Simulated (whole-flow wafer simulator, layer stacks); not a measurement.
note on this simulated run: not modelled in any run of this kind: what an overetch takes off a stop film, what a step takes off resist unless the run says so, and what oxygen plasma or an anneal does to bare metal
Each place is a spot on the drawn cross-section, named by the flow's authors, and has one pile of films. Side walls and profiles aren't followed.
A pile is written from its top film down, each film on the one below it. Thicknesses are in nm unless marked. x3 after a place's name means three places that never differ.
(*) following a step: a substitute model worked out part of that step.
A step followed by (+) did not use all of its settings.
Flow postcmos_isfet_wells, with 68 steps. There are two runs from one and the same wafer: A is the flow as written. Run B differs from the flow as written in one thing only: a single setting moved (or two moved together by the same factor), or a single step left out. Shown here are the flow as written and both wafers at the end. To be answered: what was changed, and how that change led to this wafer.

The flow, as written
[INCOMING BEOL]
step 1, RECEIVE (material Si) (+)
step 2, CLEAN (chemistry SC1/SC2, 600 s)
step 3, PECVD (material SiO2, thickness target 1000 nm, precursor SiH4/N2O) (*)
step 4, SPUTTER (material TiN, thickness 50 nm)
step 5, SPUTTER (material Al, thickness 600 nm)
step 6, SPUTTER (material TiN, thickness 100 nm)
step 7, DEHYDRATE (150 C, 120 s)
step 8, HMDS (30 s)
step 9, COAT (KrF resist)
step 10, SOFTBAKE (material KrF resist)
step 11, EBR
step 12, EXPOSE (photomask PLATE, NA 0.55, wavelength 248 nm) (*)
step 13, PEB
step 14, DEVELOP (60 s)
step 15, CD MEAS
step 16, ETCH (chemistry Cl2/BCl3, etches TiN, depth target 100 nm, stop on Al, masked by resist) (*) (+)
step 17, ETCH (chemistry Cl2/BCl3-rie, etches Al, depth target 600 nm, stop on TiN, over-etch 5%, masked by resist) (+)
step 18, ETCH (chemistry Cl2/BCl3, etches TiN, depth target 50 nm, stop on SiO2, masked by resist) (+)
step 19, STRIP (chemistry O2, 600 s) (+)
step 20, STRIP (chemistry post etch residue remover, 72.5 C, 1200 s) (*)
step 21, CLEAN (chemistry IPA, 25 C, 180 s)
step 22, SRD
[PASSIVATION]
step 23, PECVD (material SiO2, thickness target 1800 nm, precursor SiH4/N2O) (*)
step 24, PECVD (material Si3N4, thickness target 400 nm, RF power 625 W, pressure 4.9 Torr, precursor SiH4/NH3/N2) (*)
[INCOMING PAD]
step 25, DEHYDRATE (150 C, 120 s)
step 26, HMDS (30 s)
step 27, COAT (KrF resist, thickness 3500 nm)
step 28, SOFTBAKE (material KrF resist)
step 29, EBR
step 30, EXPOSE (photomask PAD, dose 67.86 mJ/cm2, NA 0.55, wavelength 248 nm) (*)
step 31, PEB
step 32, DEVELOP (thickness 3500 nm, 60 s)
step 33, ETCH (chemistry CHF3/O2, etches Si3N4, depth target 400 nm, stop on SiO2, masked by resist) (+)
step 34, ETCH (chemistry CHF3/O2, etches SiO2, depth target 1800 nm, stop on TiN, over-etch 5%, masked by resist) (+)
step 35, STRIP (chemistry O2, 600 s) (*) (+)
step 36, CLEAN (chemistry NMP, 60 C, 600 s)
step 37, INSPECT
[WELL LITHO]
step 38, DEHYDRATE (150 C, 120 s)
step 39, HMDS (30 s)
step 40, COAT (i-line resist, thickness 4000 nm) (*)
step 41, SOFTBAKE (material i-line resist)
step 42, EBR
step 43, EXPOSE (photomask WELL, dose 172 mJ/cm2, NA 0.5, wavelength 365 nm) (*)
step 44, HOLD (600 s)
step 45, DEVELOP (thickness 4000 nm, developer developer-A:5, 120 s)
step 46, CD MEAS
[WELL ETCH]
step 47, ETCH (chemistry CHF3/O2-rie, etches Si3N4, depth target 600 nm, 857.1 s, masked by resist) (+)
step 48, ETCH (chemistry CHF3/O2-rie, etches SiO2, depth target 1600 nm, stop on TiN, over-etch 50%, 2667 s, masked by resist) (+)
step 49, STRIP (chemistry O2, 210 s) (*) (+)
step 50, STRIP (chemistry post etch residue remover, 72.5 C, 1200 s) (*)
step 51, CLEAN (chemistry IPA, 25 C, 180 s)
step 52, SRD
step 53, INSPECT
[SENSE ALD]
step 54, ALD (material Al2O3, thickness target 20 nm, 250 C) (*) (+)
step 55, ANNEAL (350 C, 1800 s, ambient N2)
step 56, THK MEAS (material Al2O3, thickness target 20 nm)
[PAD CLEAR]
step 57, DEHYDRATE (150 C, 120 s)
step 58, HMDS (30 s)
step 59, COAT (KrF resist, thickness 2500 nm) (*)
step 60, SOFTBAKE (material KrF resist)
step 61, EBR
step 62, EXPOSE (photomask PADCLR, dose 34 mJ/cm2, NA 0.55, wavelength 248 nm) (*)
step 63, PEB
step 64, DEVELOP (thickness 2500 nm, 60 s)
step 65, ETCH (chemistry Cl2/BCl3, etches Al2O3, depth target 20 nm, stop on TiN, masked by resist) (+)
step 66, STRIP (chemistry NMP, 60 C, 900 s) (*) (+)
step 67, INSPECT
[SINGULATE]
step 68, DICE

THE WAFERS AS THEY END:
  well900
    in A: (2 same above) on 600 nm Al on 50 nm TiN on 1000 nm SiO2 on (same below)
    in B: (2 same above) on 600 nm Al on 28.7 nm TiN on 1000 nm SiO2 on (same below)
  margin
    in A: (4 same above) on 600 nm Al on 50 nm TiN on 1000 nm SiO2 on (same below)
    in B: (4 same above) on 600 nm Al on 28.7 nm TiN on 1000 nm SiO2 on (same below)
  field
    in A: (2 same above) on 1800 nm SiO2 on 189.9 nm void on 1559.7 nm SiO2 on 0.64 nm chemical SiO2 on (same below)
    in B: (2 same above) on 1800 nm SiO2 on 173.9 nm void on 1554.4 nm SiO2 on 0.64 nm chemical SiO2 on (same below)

What caused this: step 4, SPUTTER: thickness 28.7 nm was run, though the flow has thickness 50 nm.
The wafer lets one read it off: well900 has TiN 28.7, and step 4 as written asks for 50 nm.

Step by step, how the change led to this:
  step 4, SPUTTER (material TiN, thickness 50 nm)
      field, margin, well900, well1300 x3, pad_rim, pad_clr, pad_open: A +50 TiN (new film) | B +28.7 TiN (new film)
  step 18, ETCH (chemistry Cl2/BCl3, etches TiN, depth target 50 nm, stop on SiO2, masked by resist) (+)
      margin, well900, well1300 x3, pad_rim, pad_clr, pad_open: A -20 KrF resist | B -17.2 KrF resist
      field: A -50 TiN (all of it) | B -28.7 TiN (all of it)
  step 23, PECVD (material SiO2, thickness target 1800 nm, precursor SiH4/N2O) (*)
      field: A +1800 SiO2 (new film), +189.9 void (new film), +559.7 SiO2 | B +1800 SiO2 (new film), +173.9 void (new film), +554.4 SiO2
